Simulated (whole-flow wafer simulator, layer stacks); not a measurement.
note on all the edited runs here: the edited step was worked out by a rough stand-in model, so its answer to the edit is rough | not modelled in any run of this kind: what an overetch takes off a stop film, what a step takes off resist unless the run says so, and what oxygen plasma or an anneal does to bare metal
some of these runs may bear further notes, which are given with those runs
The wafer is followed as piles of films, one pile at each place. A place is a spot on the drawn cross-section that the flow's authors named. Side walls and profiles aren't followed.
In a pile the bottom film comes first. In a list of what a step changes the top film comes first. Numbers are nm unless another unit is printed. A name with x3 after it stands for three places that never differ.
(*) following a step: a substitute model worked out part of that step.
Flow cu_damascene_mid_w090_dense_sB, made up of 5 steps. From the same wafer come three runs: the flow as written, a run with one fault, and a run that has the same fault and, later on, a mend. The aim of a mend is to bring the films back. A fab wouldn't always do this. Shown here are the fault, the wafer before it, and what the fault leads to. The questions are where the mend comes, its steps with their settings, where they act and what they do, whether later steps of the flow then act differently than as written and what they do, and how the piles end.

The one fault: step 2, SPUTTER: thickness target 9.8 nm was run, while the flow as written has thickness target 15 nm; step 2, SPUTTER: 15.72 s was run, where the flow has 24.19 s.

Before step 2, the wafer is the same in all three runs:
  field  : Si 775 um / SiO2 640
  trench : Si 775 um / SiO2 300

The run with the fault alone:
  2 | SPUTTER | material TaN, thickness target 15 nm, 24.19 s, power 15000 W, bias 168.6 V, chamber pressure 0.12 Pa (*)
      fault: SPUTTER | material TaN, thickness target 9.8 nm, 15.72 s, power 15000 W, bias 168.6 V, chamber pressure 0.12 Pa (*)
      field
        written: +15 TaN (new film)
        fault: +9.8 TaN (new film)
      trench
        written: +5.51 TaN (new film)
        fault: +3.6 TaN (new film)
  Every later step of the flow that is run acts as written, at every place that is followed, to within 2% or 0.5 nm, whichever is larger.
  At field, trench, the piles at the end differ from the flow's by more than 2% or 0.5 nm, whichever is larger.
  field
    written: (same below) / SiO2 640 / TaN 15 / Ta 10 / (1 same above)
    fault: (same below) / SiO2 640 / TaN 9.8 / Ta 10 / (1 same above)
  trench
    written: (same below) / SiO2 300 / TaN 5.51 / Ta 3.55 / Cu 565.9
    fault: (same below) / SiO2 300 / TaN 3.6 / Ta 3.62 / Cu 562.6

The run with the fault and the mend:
  The mend follows step 2.
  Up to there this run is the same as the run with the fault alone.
  2a | SPUTTER | material TaN, thickness target 5.2 nm, 8.386 s, power 15000 W, bias 168.6 V, chamber pressure 0.12 Pa (*) (the flow's step 2, run once more with other settings)
      field
        +5.2 TaN
      trench
        +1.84 TaN
  Every later step of the flow that is run acts as written, at every place that is followed, to within 2% or 0.5 nm, whichever is larger.
  At the end the piles are close to the flow's at the places that both follow, differing by at most 2% or 0.5 nm, whichever is larger.
